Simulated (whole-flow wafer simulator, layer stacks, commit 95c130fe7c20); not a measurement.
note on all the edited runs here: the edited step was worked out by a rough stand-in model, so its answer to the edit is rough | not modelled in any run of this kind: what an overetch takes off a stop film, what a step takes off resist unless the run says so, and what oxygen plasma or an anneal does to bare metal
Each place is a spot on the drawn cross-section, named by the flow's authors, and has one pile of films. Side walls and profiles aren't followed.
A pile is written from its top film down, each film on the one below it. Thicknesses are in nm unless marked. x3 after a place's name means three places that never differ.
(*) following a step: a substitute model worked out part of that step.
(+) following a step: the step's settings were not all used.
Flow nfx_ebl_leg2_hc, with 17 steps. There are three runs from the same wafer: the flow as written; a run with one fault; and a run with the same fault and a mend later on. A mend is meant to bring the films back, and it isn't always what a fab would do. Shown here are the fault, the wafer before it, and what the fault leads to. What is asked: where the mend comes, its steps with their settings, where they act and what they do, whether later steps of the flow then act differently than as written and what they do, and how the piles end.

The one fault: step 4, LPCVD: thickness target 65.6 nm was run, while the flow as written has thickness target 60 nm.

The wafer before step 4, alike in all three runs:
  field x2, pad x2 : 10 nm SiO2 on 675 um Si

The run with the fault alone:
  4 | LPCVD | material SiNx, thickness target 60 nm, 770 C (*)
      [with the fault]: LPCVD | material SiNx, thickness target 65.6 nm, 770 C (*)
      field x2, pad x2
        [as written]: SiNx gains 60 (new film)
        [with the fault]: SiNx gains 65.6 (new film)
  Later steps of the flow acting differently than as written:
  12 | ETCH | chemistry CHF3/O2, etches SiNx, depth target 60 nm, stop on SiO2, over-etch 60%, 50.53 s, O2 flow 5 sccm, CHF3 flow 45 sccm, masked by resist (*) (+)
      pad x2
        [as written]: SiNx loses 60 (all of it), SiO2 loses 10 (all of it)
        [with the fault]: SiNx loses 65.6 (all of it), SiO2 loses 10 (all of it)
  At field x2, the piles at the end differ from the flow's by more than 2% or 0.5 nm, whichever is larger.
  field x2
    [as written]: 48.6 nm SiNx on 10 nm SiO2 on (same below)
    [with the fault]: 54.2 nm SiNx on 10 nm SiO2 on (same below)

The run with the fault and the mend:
  The mend follows step 5.
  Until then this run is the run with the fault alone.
  5a | ETCH | chemistry h3po4, depth target 5.6 nm
      field x2, pad x2
        SiNx loses 5.6
  Later steps of the flow that are run all act as written at every place that is followed.
  By the end, the piles equal the flow's at every place that both follow.
